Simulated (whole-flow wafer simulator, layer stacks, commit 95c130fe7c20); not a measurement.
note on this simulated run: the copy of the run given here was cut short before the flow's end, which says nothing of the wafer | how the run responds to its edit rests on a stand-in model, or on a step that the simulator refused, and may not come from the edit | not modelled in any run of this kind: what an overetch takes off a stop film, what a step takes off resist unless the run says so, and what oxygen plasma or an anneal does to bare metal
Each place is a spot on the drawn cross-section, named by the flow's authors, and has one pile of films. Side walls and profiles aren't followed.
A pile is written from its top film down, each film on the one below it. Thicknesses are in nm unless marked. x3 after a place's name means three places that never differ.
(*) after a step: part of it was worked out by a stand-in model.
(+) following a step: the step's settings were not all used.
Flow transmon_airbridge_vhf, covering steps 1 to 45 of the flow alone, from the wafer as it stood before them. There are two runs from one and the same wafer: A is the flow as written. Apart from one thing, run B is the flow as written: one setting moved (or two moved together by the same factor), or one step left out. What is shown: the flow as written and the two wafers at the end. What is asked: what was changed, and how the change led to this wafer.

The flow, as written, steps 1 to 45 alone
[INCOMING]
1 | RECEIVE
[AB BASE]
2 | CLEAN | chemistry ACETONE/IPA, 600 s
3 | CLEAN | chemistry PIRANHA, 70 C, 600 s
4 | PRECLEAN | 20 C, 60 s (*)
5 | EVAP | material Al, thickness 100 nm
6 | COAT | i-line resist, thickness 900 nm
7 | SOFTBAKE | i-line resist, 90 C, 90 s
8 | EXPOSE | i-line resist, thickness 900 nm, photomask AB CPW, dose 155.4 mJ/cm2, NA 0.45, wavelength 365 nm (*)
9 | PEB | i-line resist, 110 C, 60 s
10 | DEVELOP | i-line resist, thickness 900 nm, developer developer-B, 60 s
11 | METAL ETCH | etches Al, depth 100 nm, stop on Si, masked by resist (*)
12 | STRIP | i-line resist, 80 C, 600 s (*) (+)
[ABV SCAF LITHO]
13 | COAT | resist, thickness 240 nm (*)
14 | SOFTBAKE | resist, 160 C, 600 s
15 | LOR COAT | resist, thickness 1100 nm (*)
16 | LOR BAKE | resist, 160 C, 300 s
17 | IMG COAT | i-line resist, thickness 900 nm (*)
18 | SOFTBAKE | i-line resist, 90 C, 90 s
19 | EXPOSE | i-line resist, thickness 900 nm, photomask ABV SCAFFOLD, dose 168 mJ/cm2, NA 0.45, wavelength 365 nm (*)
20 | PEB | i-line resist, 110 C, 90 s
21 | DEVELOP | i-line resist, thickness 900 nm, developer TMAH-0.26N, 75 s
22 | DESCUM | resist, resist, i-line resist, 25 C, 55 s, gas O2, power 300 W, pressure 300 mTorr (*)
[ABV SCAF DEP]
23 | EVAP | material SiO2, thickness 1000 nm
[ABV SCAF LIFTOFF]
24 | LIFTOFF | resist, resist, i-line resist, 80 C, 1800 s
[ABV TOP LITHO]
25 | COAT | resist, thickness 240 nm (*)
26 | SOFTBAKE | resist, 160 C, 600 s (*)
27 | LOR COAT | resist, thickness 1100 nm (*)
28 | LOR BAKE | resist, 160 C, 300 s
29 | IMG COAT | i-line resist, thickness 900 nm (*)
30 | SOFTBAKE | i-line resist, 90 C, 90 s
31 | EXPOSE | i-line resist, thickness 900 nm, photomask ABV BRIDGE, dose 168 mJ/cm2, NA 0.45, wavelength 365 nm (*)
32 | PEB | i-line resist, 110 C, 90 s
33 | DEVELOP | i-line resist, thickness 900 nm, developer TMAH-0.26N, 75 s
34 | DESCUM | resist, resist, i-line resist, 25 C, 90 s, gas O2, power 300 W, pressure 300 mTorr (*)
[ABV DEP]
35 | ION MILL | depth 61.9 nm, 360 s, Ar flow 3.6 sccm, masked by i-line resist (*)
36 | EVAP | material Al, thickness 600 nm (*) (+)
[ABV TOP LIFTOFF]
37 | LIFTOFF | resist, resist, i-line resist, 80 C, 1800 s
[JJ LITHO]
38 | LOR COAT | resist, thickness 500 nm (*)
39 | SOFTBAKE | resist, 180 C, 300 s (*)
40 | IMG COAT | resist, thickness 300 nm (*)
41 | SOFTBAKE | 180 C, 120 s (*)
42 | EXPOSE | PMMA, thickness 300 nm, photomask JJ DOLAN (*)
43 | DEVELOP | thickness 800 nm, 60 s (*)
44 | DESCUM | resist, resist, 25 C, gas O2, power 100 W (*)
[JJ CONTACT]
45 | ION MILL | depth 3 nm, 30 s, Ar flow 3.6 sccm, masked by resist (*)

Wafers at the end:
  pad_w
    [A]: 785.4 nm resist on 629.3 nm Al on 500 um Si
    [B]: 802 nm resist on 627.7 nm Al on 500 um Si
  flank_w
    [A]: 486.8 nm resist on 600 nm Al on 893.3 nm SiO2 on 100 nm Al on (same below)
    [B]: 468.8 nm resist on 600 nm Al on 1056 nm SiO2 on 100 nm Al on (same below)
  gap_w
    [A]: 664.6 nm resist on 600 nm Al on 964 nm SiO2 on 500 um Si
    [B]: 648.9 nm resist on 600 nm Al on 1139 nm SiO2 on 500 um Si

Cause: step 23, EVAP: thickness 1175 nm was run, whereas the flow has thickness 1000 nm.

The path from the change to this, step by step:
  23 | EVAP | material SiO2, thickness 1000 nm
      field x3, jj_line, ground_far and 10 more: A +1000 SiO2 (new film) | B +1175 SiO2 (new film)
      flank_w, flank_e: A +929.3 SiO2 (new film) | B +1091.9 SiO2 (new film)
  24 | LIFTOFF | resist, resist, i-line resist, 80 C, 1800 s
      field x3, jj_line, trace_open_s x2: A -1000 SiO2 (all of it), -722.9 i-line resist (all of it), -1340 resist (all of it) | B -1175 SiO2 (all of it), -722.9 i-line resist (all of it), -1340 resist (all of it)
      pad_w, pad_e: A -1000 SiO2 (all of it), -718 i-line resist (all of it), -1330.2 resist (all of it) | B -1175 SiO2 (all of it), -718 i-line resist (all of it), -1330.2 resist (all of it)
      (as well as at 1 more place)
  25 | COAT | resist, thickness 240 nm (*)
      flank_w, flank_e: A +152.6 resist (new film) | B +148.3 resist (new film)
      gap_w, gap_e: A +210.7 resist (new film) | B +203.2 resist (new film)
      (as well as at 6 more places)
  27 | LOR COAT | resist, thickness 1100 nm (*)
      gap_w, gap_e: A +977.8 resist | B +954.4 resist
      margin_s, margin_n: A +823.4 resist | B +783.9 resist
      (as well as at 6 more places)
  29 | IMG COAT | i-line resist, thickness 900 nm (*)
      gap_w, gap_e: A +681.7 i-line resist (new film) | B +643.3 i-line resist (new film)
      margin_s, margin_n: A +603.2 i-line resist (new film) | B +547.7 i-line resist (new film)
      (as well as at 5 more places)
  32 | PEB | i-line resist, 110 C, 90 s
      flank_w, flank_e: A -38.3 i-line resist | B -36.5 i-line resist
      gap_w, gap_e: A -34.7 i-line resist | B -32.7 i-line resist
      (as well as at 5 more places)
  33 | DEVELOP | i-line resist, thickness 900 nm, developer TMAH-0.26N, 75 s
      gap_w, gap_e: A -646.9 i-line resist (all of it), -977.8 resist | B -610.6 i-line resist (all of it), -954.4 resist
      pad_w: A -937.2 i-line resist (all of it), -1247.8 resist | B -951.5 i-line resist (all of it), -1275.3 resist
      (as well as at 5 more places)
  34 | DESCUM | resist, resist, i-line resist, 25 C, 90 s, gas O2, power 300 W, pressure 300 mTorr (*)
      flank_w, flank_e: A -152.6 resist (all of it) | B -148.3 resist (all of it)
      gap_w, gap_e: A -210.7 resist (all of it) | B -203.2 resist (all of it)
      (as well as at 4 more places)
  37 | LIFTOFF | resist, resist, i-line resist, 80 C, 1800 s
      margin_s, margin_n: A -600 Al (all of it), -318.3 i-line resist (all of it), -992 resist (all of it) | B -600 Al (all of it), -265.7 i-line resist (all of it), -942.7 resist (all of it)
      ground_far: A -600 Al (all of it), -717.9 i-line resist (all of it), -1384.9 resist (all of it) | B -600 Al (all of it), -739.4 i-line resist (all of it), -1389.6 resist (all of it)
  38 | LOR COAT | resist, thickness 500 nm (*)
      pad_w, pad_e: A +517 resist (new film) | B +528.1 resist (new film)
      flank_w, flank_e: A +306.5 resist (new film) | B +293.8 resist (new film)
      (as well as at 3 more places)
  40 | IMG COAT | resist, thickness 300 nm (*)
      flank_w, flank_e: A +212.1 resist | B +206.8 resist
      gap_w, gap_e: A +245.7 resist | B +238.2 resist
      (as well as at 4 more places)
